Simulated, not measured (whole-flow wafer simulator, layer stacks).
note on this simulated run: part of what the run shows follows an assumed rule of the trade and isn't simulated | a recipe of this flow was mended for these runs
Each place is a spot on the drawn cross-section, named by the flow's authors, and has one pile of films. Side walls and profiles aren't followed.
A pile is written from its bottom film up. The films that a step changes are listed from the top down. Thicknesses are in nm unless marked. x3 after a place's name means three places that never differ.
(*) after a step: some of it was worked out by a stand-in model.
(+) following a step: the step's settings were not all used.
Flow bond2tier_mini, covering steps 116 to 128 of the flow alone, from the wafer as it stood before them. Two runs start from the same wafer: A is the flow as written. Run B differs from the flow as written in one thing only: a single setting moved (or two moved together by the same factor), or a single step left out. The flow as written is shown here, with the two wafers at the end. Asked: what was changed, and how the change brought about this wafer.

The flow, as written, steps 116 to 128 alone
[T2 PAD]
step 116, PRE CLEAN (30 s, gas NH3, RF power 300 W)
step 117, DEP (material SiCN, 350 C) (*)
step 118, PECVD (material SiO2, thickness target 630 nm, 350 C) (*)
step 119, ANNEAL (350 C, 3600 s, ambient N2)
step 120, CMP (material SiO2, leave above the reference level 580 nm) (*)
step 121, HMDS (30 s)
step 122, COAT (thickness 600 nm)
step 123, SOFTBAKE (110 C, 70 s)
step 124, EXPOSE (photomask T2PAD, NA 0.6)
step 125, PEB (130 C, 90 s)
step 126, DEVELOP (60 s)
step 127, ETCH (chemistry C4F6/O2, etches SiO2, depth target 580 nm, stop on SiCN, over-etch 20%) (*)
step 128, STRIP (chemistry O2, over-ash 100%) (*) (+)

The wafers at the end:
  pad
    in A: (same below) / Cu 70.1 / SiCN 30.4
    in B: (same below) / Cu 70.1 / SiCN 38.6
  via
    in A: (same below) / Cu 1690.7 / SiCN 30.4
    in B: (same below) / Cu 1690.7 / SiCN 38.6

The reason: step 127, ETCH: depth target 539.9 nm was run, whereas the flow has depth target 580 nm.

Step by step, how the change led to this:
  step 127, ETCH (chemistry C4F6/O2, etches SiO2, depth target 580 nm, stop on SiCN, over-etch 20%) (*)
      pad, via: A -580 SiO2 (all of it), -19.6 SiCN | B -580 SiO2 (all of it), -11.4 SiCN
      field: A -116 thick-KrF-resist | B -108 thick-KrF-resist
